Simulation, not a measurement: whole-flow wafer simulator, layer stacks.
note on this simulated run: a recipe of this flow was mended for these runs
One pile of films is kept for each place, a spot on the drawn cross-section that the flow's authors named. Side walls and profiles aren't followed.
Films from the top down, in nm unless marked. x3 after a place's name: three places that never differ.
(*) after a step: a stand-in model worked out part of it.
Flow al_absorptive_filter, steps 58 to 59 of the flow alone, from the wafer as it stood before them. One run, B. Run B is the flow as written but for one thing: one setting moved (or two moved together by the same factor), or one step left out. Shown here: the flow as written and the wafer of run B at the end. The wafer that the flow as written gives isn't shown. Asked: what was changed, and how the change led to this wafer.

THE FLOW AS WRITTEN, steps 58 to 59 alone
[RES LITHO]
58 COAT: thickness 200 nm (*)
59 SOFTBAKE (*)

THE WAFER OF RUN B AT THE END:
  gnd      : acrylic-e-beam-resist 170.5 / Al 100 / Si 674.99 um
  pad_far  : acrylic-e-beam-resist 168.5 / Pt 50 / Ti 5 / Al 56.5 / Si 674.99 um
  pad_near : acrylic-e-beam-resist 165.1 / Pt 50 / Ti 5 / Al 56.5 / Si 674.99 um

The cause: step 58, COAT: thickness 170 nm was run, where the flow has thickness 200 nm.

How the change led to this, step by step:
  58 COAT: thickness 200 nm (*)
      xa_field, xl_land, idc_field: acrylic-e-beam-resist +170 (new film) (as written it would be: acrylic-e-beam-resist +200 (new film))
      gnd: acrylic-e-beam-resist +170.5 (new film) (as written it would be: acrylic-e-beam-resist +200.6 (new film))
      (and at 10 more places)
